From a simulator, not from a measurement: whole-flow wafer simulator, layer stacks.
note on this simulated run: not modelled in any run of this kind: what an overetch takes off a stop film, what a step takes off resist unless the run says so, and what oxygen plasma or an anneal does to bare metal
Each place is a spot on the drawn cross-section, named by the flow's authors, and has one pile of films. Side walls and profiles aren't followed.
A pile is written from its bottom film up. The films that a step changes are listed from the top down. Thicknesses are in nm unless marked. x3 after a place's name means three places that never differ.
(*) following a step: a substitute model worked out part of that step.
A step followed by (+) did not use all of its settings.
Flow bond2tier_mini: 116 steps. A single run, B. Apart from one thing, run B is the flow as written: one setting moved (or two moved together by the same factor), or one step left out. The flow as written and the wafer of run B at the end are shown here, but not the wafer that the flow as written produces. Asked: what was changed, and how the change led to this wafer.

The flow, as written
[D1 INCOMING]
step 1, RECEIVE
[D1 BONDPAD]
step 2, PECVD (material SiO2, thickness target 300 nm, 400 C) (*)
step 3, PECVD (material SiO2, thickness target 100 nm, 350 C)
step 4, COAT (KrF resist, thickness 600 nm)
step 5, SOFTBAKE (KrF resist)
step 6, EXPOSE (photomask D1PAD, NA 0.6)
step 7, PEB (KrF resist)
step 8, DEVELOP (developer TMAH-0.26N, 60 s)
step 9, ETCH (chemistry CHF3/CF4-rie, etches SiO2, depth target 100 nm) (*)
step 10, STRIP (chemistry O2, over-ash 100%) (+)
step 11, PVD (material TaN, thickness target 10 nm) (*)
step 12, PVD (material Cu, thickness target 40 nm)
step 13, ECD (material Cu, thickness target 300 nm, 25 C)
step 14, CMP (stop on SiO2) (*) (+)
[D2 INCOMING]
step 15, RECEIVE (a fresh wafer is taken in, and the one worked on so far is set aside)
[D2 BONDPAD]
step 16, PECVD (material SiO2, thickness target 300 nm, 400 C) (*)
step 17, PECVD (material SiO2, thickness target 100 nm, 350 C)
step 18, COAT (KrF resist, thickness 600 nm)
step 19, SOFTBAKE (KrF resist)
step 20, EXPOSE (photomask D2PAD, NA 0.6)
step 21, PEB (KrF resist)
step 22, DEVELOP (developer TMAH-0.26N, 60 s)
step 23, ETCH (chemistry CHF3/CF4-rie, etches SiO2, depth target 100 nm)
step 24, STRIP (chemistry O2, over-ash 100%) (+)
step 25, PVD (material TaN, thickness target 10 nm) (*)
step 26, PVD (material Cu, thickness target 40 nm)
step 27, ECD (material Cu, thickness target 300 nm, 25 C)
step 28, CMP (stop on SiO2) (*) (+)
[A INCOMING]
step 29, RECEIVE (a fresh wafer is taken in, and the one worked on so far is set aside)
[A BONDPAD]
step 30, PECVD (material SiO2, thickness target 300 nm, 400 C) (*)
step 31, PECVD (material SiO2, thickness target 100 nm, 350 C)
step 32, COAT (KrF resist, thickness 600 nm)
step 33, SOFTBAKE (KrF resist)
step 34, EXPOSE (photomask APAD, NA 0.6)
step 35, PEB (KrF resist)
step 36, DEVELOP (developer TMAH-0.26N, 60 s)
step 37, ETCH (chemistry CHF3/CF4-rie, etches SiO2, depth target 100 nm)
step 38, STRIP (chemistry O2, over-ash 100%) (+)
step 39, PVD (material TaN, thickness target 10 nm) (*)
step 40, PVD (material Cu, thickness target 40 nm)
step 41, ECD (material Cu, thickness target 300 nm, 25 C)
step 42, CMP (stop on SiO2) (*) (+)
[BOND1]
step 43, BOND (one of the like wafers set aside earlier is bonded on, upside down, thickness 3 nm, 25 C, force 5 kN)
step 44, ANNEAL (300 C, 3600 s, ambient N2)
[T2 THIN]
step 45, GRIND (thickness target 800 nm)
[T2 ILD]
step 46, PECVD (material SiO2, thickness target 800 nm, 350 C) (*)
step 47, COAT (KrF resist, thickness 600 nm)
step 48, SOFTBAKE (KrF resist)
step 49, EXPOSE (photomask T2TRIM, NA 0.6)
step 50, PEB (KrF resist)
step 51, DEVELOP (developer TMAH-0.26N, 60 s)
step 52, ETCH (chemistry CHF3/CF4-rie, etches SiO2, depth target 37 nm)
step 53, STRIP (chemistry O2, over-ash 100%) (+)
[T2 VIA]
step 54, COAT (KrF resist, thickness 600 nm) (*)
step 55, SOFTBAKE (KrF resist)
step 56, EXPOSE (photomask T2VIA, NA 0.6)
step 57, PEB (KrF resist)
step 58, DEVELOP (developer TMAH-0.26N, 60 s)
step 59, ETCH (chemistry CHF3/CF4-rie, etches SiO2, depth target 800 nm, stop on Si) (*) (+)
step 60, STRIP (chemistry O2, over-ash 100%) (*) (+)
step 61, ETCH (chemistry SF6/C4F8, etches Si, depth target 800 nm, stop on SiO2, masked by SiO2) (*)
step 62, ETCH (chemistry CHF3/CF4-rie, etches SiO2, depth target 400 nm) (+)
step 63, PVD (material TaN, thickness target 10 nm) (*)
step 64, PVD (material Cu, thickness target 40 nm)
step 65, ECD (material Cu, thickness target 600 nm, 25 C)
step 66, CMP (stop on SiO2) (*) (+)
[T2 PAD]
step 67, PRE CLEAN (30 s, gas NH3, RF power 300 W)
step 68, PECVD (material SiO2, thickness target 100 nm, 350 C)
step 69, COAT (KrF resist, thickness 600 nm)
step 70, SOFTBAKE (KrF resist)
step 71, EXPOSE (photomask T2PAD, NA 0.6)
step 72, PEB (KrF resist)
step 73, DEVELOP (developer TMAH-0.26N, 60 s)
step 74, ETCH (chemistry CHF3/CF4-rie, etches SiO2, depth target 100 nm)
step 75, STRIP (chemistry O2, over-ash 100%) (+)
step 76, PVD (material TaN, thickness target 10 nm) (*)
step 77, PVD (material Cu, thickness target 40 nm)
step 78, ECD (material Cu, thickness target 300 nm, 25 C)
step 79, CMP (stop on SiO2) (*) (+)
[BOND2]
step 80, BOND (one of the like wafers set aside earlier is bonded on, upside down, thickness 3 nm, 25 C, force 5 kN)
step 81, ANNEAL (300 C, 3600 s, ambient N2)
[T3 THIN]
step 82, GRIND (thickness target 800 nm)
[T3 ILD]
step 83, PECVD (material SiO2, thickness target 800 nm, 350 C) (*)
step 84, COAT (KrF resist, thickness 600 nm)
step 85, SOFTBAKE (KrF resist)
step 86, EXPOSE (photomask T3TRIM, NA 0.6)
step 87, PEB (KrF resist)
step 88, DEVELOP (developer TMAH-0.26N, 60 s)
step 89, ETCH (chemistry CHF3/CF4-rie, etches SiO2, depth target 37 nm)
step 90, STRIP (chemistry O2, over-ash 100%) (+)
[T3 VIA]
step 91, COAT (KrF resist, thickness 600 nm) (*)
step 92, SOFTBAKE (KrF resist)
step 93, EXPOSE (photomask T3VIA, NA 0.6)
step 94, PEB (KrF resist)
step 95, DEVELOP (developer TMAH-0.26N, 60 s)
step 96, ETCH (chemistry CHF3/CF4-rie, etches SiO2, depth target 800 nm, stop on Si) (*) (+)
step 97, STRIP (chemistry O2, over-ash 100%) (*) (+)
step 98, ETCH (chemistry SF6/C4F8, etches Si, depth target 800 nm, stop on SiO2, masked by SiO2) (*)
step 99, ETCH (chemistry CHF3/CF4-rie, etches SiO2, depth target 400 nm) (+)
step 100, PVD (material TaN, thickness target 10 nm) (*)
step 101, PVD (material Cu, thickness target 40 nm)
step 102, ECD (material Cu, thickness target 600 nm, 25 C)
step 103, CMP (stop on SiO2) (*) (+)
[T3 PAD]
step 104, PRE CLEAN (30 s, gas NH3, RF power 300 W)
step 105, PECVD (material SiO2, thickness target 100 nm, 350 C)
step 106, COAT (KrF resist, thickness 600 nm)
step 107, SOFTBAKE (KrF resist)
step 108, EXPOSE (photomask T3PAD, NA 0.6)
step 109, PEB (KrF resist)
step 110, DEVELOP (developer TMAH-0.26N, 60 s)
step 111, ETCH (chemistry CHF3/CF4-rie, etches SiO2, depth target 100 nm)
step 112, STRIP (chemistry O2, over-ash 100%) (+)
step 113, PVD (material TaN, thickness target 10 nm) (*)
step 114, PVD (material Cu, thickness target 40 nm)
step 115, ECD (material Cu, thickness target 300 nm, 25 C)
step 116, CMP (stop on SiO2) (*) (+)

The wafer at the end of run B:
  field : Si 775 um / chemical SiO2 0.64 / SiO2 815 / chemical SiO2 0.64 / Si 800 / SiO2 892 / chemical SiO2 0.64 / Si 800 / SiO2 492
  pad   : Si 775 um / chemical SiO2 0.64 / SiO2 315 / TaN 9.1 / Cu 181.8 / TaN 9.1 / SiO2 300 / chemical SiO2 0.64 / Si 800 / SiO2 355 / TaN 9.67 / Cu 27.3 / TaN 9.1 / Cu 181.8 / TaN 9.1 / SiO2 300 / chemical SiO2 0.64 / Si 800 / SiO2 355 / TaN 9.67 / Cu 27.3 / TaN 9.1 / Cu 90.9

What caused this: step 31, PECVD: thickness target 115 nm was run, though the flow has thickness target 100 nm.

The path from the change to this, step by step:
  step 31, PECVD (material SiO2, thickness target 100 nm, 350 C)
      field, pad, via: SiO2 gains 115 (it would be, as written: SiO2 gains 100)
